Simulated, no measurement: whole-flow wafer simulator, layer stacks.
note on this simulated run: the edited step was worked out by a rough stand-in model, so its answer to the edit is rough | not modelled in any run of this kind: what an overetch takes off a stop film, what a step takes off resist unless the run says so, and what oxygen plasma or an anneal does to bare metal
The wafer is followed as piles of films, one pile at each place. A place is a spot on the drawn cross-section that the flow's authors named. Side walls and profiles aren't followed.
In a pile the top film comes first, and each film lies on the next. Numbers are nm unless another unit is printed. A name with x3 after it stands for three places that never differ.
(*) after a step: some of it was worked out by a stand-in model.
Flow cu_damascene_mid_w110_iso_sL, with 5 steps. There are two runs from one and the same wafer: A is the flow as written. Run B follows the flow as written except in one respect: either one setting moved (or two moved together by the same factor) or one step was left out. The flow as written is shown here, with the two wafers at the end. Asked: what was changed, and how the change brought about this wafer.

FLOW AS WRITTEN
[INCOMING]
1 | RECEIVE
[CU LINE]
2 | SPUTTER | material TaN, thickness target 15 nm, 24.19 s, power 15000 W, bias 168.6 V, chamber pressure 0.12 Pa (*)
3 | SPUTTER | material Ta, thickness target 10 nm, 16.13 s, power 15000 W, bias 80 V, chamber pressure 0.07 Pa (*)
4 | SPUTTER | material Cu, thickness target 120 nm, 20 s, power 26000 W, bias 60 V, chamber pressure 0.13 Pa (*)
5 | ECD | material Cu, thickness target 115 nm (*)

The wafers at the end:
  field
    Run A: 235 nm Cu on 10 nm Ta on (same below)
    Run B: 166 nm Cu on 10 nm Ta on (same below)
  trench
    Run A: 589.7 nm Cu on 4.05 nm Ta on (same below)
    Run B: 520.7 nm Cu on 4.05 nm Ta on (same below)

The reason: step 4, SPUTTER: thickness target 51 nm was run, whereas the flow has thickness target 120 nm; step 4, SPUTTER: 8.5 s was run, where the flow has 20 s.

How this came from the change, step by step:
  4 | SPUTTER | material Cu, thickness target 120 nm, 20 s, power 26000 W, bias 60 V, chamber pressure 0.13 Pa (*)
      field: A Cu gains 120 (new film) | B Cu gains 51 (new film)
      trench: A Cu gains 49.9 (new film) | B Cu gains 21.2 (new film)
  5 | ECD | material Cu, thickness target 115 nm (*)
      trench: A Cu gains 539.8 | B Cu gains 499.5
